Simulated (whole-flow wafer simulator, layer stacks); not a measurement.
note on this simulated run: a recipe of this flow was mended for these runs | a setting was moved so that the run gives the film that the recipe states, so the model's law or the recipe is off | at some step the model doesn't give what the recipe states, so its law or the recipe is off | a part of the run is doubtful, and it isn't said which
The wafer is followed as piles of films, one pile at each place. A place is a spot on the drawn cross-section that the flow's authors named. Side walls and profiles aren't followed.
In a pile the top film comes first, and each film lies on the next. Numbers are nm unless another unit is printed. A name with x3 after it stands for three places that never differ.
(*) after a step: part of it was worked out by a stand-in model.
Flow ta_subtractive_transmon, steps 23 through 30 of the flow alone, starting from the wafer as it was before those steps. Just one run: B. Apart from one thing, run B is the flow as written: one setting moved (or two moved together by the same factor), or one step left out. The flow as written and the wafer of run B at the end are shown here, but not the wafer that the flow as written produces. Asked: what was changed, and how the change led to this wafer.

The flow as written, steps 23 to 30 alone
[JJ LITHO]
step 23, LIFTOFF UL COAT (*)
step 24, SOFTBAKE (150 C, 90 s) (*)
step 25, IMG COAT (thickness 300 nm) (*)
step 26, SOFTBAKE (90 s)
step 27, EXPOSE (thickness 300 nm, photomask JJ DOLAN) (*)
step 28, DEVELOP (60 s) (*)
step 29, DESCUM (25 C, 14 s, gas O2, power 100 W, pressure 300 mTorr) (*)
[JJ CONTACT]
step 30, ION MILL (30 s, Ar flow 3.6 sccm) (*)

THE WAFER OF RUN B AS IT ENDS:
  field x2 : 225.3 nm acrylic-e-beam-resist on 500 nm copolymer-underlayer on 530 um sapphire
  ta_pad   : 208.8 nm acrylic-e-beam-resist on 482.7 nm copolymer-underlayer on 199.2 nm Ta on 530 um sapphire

What caused this: step 25, IMG COAT: thickness 257 nm was run, whereas the flow has thickness 300 nm; step 27, EXPOSE: thickness 257 nm was run, where the flow has thickness 300 nm.

Step by step, how the change led to this:
  step 25, IMG COAT (thickness 300 nm) (*)
      field x2, jj_line: +257 acrylic-e-beam-resist (new film) (as written it would have been: +300 acrylic-e-beam-resist (new film))
      lead: +268.3 acrylic-e-beam-resist (new film) (as written it would have been: +312.5 acrylic-e-beam-resist (new film))
      (also at 2 further places)
  step 28, DEVELOP (60 s) (*)
      jj_line: -257 acrylic-e-beam-resist (all of it), -500 copolymer-underlayer (all of it) (as written it would have been: -300 acrylic-e-beam-resist (all of it), -500 copolymer-underlayer (all of it))
      lead: -268.3 acrylic-e-beam-resist (all of it), -554.7 copolymer-underlayer (all of it) (as written it would have been: -312.5 acrylic-e-beam-resist (all of it), -554.7 copolymer-underlayer (all of it))
      (also at 1 further place)
